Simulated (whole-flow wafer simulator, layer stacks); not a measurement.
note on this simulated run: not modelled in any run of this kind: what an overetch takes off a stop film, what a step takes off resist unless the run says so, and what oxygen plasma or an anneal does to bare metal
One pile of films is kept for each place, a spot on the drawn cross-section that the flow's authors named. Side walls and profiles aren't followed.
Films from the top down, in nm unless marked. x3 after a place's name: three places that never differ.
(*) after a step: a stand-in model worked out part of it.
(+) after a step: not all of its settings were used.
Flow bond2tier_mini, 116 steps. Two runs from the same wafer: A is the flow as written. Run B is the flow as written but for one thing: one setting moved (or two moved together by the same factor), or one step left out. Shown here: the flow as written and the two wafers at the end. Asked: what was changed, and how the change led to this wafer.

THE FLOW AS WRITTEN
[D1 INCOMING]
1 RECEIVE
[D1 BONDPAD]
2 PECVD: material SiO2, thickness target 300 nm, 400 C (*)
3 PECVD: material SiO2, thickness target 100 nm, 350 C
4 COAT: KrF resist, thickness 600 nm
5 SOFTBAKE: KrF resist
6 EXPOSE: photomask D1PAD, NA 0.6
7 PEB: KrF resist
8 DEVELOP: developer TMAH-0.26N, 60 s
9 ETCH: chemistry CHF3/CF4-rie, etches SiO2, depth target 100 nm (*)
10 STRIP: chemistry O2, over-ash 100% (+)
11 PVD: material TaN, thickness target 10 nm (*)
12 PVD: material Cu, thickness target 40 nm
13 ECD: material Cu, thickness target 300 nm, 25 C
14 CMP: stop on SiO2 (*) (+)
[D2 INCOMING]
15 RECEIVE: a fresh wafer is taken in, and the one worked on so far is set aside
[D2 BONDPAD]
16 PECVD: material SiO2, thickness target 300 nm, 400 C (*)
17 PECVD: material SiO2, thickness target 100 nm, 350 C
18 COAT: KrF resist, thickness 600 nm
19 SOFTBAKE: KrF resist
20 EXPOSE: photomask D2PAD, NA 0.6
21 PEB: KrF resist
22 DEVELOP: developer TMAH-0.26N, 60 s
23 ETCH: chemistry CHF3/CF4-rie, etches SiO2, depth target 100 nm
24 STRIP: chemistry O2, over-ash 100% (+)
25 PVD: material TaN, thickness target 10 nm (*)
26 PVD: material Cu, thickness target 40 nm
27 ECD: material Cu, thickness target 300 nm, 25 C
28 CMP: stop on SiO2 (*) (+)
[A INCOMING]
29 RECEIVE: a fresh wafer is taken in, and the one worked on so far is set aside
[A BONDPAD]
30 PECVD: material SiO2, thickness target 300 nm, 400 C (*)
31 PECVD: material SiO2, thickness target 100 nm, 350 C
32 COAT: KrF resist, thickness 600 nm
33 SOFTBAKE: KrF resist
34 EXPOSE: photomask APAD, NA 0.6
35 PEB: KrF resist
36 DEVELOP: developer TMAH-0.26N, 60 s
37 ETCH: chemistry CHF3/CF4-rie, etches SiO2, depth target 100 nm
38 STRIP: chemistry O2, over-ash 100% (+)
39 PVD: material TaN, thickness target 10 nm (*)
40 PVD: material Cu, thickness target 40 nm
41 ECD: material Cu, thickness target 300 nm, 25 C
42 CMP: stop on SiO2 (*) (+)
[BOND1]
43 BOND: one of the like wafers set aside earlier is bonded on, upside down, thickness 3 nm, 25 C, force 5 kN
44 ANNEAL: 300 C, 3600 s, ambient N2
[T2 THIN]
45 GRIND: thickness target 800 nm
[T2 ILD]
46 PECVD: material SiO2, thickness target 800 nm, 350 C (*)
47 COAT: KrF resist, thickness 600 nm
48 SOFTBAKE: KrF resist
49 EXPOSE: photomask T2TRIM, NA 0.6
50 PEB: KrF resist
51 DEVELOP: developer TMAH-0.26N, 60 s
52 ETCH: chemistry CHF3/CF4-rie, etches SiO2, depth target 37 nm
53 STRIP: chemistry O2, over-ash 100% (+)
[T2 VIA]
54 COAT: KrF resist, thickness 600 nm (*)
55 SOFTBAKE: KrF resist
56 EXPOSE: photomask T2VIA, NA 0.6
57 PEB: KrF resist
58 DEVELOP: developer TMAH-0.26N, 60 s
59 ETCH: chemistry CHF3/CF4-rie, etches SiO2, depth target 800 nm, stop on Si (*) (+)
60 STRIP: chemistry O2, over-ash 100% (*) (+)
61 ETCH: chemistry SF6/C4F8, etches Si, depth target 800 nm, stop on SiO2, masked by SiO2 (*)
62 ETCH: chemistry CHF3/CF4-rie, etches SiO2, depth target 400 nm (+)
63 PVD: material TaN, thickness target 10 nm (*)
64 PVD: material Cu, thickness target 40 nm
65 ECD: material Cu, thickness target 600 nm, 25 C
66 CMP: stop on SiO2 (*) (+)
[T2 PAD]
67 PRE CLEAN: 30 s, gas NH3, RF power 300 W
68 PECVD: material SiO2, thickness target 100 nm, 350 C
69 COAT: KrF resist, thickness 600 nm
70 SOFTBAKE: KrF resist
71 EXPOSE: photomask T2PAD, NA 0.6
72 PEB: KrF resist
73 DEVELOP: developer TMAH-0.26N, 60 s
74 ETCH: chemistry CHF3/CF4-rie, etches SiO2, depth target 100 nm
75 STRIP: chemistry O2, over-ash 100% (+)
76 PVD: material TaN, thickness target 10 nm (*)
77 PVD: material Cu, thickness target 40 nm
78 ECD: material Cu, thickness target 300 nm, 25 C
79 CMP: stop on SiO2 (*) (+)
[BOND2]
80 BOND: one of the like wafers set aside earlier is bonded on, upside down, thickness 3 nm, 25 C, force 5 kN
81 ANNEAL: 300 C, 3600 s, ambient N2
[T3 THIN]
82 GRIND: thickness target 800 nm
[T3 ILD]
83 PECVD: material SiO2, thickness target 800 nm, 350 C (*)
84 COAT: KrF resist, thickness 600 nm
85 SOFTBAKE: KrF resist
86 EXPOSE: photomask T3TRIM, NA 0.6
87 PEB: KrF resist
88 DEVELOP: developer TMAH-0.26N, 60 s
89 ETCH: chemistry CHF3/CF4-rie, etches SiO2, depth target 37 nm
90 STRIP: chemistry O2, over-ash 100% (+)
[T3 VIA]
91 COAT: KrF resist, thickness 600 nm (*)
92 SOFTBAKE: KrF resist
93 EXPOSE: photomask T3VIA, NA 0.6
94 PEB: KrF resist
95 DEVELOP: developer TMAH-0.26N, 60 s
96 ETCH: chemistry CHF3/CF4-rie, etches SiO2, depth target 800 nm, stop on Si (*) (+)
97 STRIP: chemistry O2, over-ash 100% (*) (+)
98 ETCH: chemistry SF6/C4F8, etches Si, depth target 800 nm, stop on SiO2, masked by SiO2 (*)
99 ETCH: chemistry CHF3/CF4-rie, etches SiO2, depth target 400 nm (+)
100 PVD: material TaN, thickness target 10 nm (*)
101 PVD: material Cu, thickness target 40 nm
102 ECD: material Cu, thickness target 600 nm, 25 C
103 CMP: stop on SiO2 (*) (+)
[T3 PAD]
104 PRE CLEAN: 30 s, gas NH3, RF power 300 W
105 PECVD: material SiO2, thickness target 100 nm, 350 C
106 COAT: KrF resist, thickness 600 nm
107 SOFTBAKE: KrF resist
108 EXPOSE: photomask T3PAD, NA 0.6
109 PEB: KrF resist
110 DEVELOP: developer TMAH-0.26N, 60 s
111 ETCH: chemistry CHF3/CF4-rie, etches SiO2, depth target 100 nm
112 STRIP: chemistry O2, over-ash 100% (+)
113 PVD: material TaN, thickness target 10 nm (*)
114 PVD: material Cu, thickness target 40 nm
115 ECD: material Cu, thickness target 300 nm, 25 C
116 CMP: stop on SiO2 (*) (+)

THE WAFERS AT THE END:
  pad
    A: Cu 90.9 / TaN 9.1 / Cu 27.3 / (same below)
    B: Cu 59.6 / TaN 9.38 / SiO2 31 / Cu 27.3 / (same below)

The cause: step 111, ETCH: depth target 69 nm was run, where the flow has depth target 100 nm.

How the change led to this, step by step:
  111 ETCH: chemistry CHF3/CF4-rie, etches SiO2, depth target 100 nm
      pad: A SiO2 -100 (all of it) | B SiO2 -69
      field: A KrF resist -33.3 | B KrF resist -23
  114 PVD: material Cu, thickness target 40 nm
      pad: A Cu +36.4 (new film) | B Cu +37.5 (new film)
  115 ECD: material Cu, thickness target 300 nm, 25 C
      pad: A Cu +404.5 | B Cu +372.1
Counting metal films that touch as one body, pad has 4 bodies (between them, from the top down: SiO2 31; SiO2 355 / Si 800 / chemical SiO2 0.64 / SiO2 300; SiO2 355 / Si 800 / chemical SiO2 0.64 / SiO2 300); the flow as written gives 3 bodies (between them, from the top down: SiO2 355 / Si 800 / chemical SiO2 0.64 / SiO2 300; SiO2 355 / Si 800 / chemical SiO2 0.64 / SiO2 300).
